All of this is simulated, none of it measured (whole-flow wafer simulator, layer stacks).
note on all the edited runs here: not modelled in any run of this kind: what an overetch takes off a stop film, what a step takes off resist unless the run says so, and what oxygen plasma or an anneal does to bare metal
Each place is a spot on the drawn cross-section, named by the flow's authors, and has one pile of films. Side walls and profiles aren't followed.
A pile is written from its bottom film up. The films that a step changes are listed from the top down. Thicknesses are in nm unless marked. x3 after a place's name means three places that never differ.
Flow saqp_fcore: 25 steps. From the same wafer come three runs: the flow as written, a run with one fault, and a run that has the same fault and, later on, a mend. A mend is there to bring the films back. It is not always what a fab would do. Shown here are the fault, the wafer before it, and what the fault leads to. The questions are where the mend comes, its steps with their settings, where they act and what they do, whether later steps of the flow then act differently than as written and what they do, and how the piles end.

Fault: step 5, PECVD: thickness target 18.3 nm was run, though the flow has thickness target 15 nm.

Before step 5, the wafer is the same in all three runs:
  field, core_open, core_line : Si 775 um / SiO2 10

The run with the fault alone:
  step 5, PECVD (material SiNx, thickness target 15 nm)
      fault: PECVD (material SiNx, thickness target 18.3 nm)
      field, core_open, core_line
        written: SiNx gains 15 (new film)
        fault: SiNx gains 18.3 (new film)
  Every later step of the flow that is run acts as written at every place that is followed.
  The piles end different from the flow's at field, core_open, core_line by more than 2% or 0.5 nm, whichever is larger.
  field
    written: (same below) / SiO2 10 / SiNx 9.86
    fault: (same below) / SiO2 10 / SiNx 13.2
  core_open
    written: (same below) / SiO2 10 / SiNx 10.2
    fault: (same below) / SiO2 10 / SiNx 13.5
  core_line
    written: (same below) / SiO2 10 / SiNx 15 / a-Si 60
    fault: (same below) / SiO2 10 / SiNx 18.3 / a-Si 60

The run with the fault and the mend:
  The mend stands after step 5.
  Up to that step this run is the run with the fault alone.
  step 5a, ETCH (chemistry h3po4, depth target 3.3 nm)
      field, core_open, core_line
        SiNx loses 3.3
  Every later step of the flow that is run acts as written at every place that is followed.
  The piles end the same as the flow's at every place that both follow.
